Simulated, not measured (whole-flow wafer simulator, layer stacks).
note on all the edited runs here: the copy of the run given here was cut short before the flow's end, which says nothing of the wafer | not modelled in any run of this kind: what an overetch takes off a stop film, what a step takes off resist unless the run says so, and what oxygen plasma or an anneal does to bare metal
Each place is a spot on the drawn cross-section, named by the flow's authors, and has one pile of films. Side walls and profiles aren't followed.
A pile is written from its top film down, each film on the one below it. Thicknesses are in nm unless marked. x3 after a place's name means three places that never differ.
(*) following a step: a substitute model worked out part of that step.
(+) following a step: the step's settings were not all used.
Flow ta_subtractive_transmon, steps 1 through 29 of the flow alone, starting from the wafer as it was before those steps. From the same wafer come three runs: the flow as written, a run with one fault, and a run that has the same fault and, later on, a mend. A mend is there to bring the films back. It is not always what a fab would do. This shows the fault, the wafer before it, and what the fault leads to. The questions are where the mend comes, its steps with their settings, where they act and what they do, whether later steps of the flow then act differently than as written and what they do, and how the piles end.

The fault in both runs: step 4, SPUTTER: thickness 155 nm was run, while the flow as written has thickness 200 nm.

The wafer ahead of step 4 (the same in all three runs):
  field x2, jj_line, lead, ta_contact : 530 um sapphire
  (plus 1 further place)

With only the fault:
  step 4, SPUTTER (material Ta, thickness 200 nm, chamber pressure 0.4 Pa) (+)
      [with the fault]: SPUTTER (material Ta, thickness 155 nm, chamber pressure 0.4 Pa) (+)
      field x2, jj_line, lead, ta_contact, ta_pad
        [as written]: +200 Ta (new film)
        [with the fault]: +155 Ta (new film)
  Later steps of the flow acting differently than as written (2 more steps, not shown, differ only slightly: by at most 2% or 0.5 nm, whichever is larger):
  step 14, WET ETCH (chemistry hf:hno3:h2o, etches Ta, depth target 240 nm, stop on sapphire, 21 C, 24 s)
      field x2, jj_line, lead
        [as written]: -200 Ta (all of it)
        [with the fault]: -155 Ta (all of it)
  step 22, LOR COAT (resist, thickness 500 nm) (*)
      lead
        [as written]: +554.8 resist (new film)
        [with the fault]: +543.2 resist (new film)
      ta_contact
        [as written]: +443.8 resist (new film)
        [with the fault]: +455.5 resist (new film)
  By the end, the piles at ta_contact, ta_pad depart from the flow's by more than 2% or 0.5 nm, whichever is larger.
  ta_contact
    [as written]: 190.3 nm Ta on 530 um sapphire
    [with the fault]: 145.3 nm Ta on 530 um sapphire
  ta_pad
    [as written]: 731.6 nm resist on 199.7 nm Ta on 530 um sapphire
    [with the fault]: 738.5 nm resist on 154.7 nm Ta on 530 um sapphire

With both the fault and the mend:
  The mend follows step 5.
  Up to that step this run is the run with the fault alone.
  step 5a, SPUTTER (material Ta, thickness 45 nm, chamber pressure 0.4 Pa) (+) (a further turn of the flow's step 4, with different settings)
      field x2, jj_line, lead, ta_contact, ta_pad
        +45 Ta
  Every later step of the flow that is run acts as written at every place that is followed.
  The piles end the same as the flow's at every place that both follow.
